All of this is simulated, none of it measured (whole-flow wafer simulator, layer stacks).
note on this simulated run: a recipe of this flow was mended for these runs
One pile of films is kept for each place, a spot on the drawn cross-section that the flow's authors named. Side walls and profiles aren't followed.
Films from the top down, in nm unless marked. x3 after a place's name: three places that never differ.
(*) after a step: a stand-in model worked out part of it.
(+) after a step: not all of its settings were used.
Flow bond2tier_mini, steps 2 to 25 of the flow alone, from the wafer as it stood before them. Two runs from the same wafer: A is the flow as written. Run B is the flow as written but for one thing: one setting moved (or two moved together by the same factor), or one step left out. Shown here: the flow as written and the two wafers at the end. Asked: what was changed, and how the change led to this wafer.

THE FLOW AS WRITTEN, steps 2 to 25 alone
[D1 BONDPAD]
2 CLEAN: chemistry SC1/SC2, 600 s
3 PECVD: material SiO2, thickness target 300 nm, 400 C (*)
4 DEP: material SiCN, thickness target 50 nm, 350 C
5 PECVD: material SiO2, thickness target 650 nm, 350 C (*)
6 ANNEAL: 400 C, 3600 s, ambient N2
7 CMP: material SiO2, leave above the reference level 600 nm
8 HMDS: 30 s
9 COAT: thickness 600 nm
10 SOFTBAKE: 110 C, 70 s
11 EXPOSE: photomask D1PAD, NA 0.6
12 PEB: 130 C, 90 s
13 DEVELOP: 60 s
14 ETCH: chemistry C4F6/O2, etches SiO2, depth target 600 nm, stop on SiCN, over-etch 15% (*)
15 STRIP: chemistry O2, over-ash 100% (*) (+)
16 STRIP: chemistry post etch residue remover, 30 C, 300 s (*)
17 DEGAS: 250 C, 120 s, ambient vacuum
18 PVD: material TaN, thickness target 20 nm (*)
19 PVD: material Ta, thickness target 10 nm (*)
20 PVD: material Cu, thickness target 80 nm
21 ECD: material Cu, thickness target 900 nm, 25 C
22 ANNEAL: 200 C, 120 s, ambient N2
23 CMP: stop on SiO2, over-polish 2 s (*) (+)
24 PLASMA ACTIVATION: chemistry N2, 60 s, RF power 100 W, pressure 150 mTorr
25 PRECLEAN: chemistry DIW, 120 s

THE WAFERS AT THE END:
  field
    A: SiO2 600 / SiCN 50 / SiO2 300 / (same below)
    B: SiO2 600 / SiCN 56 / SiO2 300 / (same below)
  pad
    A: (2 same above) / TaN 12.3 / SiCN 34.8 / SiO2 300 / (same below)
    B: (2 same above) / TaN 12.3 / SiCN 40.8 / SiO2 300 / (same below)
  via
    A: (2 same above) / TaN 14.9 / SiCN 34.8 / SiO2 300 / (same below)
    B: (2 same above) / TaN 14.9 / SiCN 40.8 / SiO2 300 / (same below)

The cause: step 4, DEP: thickness target 56 nm was run, where the flow has thickness target 50 nm.
It can be read off the wafer: field has SiCN 56, and step 4 as written asks for 50 nm.

How the change led to this, step by step:
  4 DEP: material SiCN, thickness target 50 nm, 350 C
      field, pad, via: A SiCN +50 (new film) | B SiCN +56 (new film)
